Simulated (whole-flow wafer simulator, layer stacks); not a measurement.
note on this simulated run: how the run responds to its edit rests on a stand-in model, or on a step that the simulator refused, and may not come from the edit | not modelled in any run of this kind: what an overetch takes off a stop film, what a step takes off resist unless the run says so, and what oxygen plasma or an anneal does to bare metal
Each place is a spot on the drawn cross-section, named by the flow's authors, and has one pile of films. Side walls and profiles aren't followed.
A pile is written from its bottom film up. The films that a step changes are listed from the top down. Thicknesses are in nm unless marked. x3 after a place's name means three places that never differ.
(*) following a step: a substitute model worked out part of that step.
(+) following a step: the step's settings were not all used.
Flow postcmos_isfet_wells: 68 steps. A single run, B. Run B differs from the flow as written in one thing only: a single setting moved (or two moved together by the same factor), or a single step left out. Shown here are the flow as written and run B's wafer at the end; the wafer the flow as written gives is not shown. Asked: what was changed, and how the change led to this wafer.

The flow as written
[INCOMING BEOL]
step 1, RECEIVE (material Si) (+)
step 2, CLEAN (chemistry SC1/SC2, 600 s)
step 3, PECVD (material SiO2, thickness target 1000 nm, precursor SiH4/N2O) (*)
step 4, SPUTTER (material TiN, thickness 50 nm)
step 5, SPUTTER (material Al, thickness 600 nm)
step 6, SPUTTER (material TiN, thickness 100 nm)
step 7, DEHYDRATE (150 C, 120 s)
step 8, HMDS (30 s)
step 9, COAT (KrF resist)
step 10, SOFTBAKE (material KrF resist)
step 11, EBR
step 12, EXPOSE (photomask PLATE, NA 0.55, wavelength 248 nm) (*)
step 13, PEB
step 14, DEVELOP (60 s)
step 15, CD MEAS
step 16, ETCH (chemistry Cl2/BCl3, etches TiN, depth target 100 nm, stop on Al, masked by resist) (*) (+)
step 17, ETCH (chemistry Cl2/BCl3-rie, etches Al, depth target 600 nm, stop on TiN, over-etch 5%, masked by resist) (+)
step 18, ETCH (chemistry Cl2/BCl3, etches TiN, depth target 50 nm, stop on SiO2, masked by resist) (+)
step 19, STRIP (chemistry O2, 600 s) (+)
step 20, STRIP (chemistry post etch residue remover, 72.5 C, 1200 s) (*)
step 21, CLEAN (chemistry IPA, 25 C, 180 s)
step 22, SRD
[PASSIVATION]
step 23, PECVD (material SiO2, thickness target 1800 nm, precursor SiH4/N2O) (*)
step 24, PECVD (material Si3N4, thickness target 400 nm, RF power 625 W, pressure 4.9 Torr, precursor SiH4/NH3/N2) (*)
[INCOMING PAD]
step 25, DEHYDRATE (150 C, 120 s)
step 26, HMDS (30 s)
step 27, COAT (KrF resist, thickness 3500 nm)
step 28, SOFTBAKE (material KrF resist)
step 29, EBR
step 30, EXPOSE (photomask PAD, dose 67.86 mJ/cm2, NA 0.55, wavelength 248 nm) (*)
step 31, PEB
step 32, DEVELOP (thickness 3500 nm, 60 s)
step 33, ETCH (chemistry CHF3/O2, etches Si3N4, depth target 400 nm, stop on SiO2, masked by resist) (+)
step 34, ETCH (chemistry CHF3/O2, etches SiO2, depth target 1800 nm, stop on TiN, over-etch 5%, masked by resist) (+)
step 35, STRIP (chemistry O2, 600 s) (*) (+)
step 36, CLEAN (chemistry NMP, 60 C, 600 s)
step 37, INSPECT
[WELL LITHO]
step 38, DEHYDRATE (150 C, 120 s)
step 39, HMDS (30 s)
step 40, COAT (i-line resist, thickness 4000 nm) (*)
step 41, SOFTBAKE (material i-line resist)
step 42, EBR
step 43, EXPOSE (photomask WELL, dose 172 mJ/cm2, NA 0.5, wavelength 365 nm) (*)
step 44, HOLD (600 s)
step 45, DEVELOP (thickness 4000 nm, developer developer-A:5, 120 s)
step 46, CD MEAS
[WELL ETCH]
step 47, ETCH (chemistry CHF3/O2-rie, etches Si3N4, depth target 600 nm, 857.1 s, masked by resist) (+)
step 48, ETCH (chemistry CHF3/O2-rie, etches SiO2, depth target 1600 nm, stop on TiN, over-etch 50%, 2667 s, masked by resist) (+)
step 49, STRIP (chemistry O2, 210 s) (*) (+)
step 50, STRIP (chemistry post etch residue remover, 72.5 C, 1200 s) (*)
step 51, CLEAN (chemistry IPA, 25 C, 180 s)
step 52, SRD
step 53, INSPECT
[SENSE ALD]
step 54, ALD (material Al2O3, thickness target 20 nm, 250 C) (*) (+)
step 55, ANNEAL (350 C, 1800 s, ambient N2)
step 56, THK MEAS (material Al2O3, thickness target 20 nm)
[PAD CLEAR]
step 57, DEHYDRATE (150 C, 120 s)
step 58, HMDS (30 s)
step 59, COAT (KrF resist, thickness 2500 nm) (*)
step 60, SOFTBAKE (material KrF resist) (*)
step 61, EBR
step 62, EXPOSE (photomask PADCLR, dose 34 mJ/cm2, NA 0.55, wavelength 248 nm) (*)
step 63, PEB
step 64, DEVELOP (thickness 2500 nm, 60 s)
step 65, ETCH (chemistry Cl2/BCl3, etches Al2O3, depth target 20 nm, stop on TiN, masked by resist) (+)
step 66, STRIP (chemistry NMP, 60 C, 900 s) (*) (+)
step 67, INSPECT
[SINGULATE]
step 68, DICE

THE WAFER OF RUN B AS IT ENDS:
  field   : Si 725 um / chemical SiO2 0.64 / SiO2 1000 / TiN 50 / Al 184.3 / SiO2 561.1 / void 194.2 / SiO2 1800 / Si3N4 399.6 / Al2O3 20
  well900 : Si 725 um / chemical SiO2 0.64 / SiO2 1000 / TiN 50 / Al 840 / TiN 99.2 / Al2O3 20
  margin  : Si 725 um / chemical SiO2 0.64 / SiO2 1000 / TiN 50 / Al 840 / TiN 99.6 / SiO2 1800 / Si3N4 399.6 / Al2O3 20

What caused this: step 5, SPUTTER: thickness 840 nm was run, whereas the flow has thickness 600 nm.
One can read it off the wafer: well900 has Al 840, and step 5 as written asks for 600 nm.

The path from the change to this, step by step:
  step 5, SPUTTER (material Al, thickness 600 nm)
      field, margin, well900 and 6 more: +840 Al (new film) (in the flow as written it would be: +600 Al (new film))
  step 17, ETCH (chemistry Cl2/BCl3-rie, etches Al, depth target 600 nm, stop on TiN, over-etch 5%, masked by resist) (+)
      field: -600 Al (in the flow as written it would be: -600 Al (all of it))
  step 18, ETCH (chemistry Cl2/BCl3, etches TiN, depth target 50 nm, stop on SiO2, masked by resist) (+)
      field: -50 Al (in the flow as written it would be: -50 TiN (all of it))
  step 20, STRIP (chemistry post etch residue remover, 72.5 C, 1200 s) (*)
      field: -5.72 Al (in the flow as written it would be: nothing)
  step 23, PECVD (material SiO2, thickness target 1800 nm, precursor SiH4/N2O) (*)
      field: +1800 SiO2 (new film), +194.2 void (new film), +561.1 SiO2 (new film) (in the flow as written it would be: +1800 SiO2 (new film), +189.9 void (new film), +559.7 SiO2)
With metal films that touch counted as one body, field has 1 body; the flow as written gives 0 bodies.
